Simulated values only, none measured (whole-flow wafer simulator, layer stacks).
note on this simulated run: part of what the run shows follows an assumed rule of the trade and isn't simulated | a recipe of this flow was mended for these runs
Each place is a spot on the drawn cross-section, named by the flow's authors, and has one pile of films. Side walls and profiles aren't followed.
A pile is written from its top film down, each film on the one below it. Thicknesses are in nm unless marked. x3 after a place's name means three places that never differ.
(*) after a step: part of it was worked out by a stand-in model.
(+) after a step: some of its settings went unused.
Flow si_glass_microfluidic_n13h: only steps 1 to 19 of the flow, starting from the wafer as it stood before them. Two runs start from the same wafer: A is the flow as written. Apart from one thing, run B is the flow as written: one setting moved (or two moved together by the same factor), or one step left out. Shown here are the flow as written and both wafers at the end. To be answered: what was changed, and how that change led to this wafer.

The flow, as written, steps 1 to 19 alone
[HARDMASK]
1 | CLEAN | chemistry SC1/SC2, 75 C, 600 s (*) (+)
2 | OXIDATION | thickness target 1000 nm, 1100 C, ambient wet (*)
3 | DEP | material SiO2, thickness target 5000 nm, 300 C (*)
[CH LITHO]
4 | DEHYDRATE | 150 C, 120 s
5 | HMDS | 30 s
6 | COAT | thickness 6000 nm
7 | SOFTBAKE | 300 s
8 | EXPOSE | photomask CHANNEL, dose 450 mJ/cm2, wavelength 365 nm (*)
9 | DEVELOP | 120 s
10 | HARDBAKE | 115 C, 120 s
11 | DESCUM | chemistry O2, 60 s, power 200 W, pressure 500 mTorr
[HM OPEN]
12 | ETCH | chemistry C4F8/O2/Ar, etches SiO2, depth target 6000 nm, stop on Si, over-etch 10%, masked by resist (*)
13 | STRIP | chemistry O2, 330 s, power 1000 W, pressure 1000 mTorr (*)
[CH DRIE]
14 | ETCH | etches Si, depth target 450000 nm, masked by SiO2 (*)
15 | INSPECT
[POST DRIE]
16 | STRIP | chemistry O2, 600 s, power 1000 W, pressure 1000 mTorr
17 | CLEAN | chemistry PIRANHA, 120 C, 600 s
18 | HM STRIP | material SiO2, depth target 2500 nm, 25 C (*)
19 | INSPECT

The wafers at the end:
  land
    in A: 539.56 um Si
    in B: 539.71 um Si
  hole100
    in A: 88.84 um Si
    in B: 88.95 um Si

What caused this: step 2, OXIDATION: thickness target 640 nm was run, while the flow as written has thickness target 1000 nm.

The path from the change to this, step by step:
  2 | OXIDATION | thickness target 1000 nm, 1100 C, ambient wet (*)
      land, hole100: A +1000 SiO2 (new film), -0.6 chemical SiO2 (all of it), -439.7 Si | B +640 SiO2 (new film), -0.6 chemical SiO2 (all of it), -281.3 Si
  12 | ETCH | chemistry C4F8/O2/Ar, etches SiO2, depth target 6000 nm, stop on Si, over-etch 10%, masked by resist (*)
      land: A -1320 thick-i-line-resist | B -1240.8 thick-i-line-resist
      hole100: A -6000 SiO2 (all of it), -75 Si | B -5640 SiO2 (all of it), -120 Si
  18 | HM STRIP | material SiO2, depth target 2500 nm, 25 C (*)
      land: A -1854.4 SiO2 (all of it) | B -1495.3 SiO2 (all of it)
